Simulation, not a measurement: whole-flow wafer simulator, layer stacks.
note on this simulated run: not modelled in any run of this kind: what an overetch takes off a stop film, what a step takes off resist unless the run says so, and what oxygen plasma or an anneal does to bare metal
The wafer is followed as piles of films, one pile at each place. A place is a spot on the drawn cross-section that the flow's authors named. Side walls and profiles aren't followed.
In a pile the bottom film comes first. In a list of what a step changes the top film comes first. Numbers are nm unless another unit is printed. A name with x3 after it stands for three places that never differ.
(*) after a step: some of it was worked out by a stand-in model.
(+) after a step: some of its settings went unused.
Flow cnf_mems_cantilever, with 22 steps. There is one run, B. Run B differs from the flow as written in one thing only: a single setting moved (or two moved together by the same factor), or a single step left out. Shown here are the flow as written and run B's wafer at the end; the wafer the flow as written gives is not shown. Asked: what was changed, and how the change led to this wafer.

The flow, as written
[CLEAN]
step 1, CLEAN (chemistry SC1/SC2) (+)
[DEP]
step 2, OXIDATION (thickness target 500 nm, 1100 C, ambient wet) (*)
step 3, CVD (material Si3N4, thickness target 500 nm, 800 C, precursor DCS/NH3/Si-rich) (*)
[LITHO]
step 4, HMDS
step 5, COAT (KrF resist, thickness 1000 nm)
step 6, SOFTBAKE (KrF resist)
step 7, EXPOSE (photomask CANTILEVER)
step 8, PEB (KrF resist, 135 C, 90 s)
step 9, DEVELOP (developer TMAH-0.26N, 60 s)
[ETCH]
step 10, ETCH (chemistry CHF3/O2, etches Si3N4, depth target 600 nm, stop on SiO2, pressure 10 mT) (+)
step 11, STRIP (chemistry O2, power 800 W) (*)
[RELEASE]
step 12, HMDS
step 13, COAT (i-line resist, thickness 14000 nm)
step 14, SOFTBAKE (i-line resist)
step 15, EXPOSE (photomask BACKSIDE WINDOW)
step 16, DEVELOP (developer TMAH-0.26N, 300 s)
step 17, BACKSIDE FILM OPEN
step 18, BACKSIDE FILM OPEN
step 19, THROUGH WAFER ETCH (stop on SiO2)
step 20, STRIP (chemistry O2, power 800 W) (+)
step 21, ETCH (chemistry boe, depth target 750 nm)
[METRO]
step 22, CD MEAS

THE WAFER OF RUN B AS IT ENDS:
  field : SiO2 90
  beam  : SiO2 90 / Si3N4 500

Cause: step 21, ETCH: depth target 410 nm was run, whereas the flow has depth target 750 nm.

Step by step, how the change led to this:
  step 21, ETCH (chemistry boe, depth target 750 nm)
      field: -410 SiO2 (it would be, as written: -500 SiO2 (all of it))
      beam: under 1 film: -410 SiO2 (it would be, as written: under 1 film: -500 SiO2 (all of it))
